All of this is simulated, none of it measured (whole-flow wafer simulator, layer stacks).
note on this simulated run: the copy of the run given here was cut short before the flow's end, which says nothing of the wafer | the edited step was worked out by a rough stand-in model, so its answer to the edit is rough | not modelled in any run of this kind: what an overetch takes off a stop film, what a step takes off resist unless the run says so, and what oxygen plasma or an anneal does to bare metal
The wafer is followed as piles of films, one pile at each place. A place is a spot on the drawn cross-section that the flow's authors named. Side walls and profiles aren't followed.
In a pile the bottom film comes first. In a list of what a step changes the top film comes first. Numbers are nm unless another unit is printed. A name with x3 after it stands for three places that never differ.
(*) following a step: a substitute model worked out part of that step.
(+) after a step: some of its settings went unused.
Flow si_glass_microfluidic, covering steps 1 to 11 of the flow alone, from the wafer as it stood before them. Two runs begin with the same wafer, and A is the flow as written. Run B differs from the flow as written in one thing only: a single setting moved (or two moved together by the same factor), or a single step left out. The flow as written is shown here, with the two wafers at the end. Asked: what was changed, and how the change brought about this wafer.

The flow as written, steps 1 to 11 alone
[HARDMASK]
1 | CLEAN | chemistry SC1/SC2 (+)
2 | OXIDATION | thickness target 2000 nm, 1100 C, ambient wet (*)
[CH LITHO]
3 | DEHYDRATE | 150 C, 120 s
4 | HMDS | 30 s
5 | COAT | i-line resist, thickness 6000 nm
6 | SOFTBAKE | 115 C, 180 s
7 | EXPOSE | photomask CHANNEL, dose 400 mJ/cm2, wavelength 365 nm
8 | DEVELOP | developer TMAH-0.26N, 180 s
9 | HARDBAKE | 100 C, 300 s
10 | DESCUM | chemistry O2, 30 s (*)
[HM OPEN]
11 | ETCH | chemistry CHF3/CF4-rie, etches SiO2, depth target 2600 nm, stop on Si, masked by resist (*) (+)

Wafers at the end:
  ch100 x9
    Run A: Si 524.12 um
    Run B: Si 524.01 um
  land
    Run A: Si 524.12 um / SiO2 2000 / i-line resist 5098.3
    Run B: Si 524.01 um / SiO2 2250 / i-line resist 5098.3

Cause: step 2, OXIDATION: thickness target 2250 nm was run, while the flow as written has thickness target 2000 nm.
The wafer itself shows it: land has SiO2 2250, and step 2 as written asks for 2000 nm.

The path from the change to this, step by step:
  2 | OXIDATION | thickness target 2000 nm, 1100 C, ambient wet (*)
      land, ch100 x9: A +2000 SiO2 (new film), -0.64 chemical SiO2 (all of it), -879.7 Si | B +2250 SiO2 (new film), -0.64 chemical SiO2 (all of it), -989.7 Si
  11 | ETCH | chemistry CHF3/CF4-rie, etches SiO2, depth target 2600 nm, stop on Si, masked by resist (*) (+)
      ch100 x9: A -2000 SiO2 (all of it) | B -2250 SiO2 (all of it)
